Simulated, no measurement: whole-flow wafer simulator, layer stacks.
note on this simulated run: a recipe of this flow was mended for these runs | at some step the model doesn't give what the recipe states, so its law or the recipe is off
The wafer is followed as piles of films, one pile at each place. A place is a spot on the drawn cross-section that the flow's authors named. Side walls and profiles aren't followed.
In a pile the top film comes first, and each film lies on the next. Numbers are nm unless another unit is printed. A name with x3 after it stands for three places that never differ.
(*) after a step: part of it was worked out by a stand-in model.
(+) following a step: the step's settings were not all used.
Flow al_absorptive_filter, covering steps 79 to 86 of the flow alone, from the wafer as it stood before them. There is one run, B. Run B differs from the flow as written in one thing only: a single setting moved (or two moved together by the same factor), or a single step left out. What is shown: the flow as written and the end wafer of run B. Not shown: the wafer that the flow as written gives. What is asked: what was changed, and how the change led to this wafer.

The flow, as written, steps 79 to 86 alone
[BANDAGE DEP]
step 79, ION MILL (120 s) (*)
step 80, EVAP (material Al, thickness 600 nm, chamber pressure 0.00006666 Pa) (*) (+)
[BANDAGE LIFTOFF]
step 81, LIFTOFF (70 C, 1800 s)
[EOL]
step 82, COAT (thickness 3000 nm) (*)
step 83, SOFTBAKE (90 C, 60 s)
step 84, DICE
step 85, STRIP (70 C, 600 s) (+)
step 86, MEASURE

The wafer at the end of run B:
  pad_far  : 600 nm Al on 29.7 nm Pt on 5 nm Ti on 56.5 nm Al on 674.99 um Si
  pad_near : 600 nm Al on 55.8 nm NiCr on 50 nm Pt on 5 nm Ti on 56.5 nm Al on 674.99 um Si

The reason: step 79, ION MILL: 166 s was run, while the flow as written has 120 s.

Step by step, how the change led to this:
  step 79, ION MILL (120 s) (*)
      gnd, ledge, res and 9 more: -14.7 i-line-resist (it would be, as written: -10.7 i-line-resist)
      pad_far: -20.3 Pt (it would be, as written: -14.7 Pt)
      (also at 1 further place)
